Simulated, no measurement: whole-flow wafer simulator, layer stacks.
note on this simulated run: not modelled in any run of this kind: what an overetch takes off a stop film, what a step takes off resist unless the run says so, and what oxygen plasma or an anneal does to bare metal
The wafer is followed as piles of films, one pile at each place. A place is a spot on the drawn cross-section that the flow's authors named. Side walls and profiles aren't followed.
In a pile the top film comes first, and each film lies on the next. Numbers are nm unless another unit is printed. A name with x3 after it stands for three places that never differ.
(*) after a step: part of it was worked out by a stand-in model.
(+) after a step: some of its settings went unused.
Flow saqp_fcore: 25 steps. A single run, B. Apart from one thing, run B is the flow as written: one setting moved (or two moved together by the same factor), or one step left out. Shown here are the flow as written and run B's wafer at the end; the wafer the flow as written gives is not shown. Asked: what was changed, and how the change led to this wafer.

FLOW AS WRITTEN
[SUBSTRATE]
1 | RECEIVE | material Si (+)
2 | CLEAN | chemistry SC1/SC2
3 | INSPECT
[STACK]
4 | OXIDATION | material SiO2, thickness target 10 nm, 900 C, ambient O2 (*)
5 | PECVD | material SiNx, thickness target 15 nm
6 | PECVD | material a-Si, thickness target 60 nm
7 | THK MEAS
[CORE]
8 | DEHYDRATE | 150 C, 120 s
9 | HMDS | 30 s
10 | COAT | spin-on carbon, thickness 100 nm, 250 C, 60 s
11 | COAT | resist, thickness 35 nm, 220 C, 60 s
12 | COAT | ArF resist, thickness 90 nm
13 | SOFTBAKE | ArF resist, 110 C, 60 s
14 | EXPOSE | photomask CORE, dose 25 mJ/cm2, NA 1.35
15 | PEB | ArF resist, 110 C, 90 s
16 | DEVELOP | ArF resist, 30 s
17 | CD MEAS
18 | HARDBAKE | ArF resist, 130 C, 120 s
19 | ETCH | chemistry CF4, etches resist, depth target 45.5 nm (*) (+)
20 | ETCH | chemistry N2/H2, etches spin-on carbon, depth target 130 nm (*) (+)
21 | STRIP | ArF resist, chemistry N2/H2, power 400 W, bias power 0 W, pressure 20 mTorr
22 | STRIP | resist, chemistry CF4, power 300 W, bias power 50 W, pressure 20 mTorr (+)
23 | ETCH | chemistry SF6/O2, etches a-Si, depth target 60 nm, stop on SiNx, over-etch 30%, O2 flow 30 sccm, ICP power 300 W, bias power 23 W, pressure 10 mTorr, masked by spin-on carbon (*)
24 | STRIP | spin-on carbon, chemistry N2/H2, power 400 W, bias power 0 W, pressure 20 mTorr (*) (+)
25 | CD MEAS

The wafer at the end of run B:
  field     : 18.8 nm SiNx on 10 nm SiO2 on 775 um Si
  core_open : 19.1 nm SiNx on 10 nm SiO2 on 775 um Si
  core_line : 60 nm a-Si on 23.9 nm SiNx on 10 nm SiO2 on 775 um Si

What caused this: step 5, PECVD: thickness target 23.9 nm was run, while the flow as written has thickness target 15 nm.
The wafer lets one read it off: core_line has SiNx 23.9, and step 5 as written asks for 15 nm.

How this came from the change, step by step:
  5 | PECVD | material SiNx, thickness target 15 nm
      field, core_open, core_line: SiNx gains 23.9 (new film) (it would be, as written: SiNx gains 15 (new film))
